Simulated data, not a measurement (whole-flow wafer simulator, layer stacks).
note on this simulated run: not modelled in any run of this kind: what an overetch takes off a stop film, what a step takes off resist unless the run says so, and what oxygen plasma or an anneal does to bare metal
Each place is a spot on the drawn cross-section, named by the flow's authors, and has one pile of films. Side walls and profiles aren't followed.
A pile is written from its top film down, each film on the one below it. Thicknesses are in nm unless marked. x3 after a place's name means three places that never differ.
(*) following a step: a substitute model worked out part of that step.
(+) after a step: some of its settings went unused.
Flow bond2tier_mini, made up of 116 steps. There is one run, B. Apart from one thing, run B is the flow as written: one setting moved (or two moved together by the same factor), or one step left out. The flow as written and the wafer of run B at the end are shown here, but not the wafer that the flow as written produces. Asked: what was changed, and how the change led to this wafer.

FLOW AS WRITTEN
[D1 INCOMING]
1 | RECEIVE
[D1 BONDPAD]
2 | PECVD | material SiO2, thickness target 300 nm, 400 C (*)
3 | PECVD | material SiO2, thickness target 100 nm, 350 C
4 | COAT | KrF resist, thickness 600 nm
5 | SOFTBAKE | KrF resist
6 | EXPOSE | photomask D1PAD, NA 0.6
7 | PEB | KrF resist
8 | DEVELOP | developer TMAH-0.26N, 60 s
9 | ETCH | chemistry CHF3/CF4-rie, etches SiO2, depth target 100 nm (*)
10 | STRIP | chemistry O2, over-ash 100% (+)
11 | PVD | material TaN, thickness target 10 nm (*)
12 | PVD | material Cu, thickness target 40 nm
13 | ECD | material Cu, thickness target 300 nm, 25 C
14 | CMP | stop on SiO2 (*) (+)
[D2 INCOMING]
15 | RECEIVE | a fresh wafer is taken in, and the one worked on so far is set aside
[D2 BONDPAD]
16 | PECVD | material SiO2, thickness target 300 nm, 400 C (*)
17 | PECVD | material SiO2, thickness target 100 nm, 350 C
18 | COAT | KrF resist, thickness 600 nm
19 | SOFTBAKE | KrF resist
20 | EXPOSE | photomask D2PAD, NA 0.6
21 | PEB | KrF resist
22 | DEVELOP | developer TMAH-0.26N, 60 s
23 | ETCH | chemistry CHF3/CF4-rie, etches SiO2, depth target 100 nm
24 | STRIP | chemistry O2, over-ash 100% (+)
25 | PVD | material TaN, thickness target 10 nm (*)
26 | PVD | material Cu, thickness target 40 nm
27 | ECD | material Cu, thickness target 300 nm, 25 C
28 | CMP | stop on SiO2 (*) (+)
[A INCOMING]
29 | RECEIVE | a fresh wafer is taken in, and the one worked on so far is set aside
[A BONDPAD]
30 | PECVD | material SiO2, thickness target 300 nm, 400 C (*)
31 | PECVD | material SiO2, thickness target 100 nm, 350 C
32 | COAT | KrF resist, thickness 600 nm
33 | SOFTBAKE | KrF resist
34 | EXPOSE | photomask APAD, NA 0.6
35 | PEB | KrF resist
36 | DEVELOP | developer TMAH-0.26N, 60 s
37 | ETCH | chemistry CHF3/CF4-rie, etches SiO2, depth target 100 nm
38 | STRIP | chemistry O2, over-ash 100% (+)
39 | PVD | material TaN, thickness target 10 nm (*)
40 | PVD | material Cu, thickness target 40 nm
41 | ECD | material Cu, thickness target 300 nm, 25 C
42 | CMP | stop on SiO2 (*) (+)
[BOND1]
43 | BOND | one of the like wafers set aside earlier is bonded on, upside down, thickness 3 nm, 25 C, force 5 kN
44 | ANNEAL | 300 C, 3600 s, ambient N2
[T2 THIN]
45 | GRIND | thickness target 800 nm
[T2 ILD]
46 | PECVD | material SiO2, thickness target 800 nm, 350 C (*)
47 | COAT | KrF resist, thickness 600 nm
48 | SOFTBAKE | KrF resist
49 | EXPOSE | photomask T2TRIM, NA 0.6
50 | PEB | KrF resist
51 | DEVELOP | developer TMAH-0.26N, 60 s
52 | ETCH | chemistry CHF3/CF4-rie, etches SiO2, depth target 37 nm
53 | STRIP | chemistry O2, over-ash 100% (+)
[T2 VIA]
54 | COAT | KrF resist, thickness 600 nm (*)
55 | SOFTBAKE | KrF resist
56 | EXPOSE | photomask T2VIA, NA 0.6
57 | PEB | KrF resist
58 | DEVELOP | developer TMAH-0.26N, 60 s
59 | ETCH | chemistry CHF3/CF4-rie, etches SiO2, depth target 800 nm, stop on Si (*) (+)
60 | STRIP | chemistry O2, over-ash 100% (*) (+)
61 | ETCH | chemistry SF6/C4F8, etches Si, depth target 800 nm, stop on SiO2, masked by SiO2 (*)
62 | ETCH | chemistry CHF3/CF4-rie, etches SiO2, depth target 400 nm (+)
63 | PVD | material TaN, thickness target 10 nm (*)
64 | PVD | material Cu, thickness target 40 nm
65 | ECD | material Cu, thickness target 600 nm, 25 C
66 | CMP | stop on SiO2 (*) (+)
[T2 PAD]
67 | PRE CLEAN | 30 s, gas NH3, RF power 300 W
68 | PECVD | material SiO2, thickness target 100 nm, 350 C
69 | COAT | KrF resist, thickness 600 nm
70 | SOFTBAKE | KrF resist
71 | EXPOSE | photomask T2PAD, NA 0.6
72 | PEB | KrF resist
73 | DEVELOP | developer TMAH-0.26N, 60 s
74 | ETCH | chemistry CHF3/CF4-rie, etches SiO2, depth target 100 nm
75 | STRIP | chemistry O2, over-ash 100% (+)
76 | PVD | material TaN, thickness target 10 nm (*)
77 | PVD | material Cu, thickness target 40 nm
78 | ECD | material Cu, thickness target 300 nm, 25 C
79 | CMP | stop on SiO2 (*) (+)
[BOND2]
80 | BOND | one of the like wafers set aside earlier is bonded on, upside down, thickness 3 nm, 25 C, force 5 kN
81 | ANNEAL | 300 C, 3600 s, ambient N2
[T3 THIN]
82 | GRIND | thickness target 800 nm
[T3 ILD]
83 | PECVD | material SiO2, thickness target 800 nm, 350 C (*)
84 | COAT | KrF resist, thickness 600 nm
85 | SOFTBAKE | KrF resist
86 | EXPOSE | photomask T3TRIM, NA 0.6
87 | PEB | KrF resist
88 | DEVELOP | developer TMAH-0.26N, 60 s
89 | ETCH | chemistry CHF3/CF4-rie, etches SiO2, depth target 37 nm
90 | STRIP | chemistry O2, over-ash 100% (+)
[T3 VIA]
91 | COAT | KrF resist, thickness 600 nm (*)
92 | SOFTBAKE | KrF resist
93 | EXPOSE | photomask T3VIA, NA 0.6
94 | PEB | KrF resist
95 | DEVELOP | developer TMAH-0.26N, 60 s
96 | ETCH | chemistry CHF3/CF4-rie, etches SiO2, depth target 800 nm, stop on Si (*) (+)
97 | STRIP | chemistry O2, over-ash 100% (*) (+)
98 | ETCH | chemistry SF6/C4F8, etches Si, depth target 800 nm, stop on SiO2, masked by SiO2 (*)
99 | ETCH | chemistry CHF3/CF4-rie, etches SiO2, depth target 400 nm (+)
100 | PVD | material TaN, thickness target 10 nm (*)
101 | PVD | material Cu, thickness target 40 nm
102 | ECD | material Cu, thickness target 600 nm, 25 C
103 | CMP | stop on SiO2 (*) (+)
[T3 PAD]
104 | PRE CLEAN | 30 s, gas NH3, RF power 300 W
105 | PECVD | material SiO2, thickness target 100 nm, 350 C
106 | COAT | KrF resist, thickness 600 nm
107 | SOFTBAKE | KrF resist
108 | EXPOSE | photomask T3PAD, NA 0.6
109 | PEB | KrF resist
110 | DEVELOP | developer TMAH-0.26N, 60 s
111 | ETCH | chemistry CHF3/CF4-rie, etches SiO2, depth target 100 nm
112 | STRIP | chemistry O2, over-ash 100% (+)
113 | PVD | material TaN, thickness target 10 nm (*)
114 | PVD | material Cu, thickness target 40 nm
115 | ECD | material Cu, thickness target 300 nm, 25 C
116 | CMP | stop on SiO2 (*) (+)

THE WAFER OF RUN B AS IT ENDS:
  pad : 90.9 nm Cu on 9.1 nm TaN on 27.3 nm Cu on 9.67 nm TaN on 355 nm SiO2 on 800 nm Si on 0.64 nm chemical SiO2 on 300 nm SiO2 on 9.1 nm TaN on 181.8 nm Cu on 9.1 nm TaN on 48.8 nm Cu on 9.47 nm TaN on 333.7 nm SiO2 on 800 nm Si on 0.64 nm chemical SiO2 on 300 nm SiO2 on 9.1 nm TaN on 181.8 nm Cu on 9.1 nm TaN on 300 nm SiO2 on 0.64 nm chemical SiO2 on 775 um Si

The reason: step 52, ETCH: depth target 58.3 nm was run, while the flow as written has depth target 37 nm.

How this came from the change, step by step:
  52 | ETCH | chemistry CHF3/CF4-rie, etches SiO2, depth target 37 nm
      pad, via: -58.3 SiO2 (as written it would have been: -37 SiO2)
      field: -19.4 KrF resist (as written it would have been: -12.3 KrF resist)
  59 | ETCH | chemistry CHF3/CF4-rie, etches SiO2, depth target 800 nm, stop on Si (*) (+)
      via: -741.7 SiO2 (all of it) (as written it would have been: -763 SiO2 (all of it))
  60 | STRIP | chemistry O2, over-ash 100% (*) (+)
      field: -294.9 KrF resist (all of it) (as written it would have been: -303.9 KrF resist (all of it))
      pad: -345.4 KrF resist (all of it) (as written it would have been: -336 KrF resist (all of it))
  64 | PVD | material Cu, thickness target 40 nm
      pad: +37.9 Cu (new film) (as written it would have been: +38.7 Cu (new film))
  65 | ECD | material Cu, thickness target 600 nm, 25 C
      pad: +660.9 Cu (as written it would have been: +638.7 Cu)
